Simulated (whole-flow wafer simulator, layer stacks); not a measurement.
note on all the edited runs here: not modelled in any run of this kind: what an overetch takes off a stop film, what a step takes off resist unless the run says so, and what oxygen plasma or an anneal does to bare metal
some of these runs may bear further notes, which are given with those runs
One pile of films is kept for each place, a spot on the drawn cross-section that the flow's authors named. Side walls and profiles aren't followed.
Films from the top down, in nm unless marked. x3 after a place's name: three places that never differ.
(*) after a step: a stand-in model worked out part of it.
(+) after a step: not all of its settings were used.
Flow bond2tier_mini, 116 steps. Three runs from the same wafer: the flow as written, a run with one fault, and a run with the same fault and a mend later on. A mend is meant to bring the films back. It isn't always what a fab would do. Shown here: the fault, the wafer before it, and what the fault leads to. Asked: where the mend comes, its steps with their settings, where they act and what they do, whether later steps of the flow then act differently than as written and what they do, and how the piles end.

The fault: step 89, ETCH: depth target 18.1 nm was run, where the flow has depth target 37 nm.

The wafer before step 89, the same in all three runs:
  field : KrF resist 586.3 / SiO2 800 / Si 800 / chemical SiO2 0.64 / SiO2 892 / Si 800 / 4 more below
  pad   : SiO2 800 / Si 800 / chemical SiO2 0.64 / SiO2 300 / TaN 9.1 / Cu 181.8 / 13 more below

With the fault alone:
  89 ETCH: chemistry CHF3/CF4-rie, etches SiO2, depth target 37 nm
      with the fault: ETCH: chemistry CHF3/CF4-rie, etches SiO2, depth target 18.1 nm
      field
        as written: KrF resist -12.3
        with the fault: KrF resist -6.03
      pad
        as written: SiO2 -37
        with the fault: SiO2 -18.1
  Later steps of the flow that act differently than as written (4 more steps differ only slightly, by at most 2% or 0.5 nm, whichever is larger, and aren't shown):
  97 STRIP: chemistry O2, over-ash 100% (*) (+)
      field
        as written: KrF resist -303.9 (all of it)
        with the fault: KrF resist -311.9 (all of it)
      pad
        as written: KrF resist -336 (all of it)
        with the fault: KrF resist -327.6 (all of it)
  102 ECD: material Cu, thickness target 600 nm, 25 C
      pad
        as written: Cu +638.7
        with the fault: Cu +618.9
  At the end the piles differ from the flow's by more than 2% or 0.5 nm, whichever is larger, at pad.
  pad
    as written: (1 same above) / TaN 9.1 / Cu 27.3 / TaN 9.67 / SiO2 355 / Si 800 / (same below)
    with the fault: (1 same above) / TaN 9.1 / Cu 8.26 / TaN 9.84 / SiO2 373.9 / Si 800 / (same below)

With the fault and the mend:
  The mend comes after step 90.
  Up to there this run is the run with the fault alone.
  90a COAT: KrF resist, thickness 600 nm (*) (the flow's step 84 once more)
      field
        KrF resist +592.3 (new film)
      pad
        KrF resist +608 (new film)
  90b SOFTBAKE: KrF resist (the flow's step 85 once more)
      changes no film at any place that is followed
  90c EXPOSE: photomask T3TRIM, NA 0.6 (the flow's step 86 once more)
      changes no film at any place that is followed
  90d PEB: KrF resist (the flow's step 87 once more)
      changes no film at any place that is followed
  90e DEVELOP: developer TMAH-0.26N, 60 s (the flow's step 88 once more)
      field
        KrF resist -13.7
      pad
        KrF resist -608 (all of it)
  90f ETCH: chemistry CHF3/CF4-rie, etches SiO2, depth target 18.9 nm (the flow's step 89 once more, with other settings)
      field
        KrF resist -6.3
      pad
        SiO2 -18.9
  90g STRIP: chemistry O2, over-ash 100% (+) (the flow's step 90 once more)
      field
        KrF resist -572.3 (all of it)
  No later step of the flow acts differently than as written at any place that is followed.
  At the end the piles are the same as the flow's at every place that both follow.
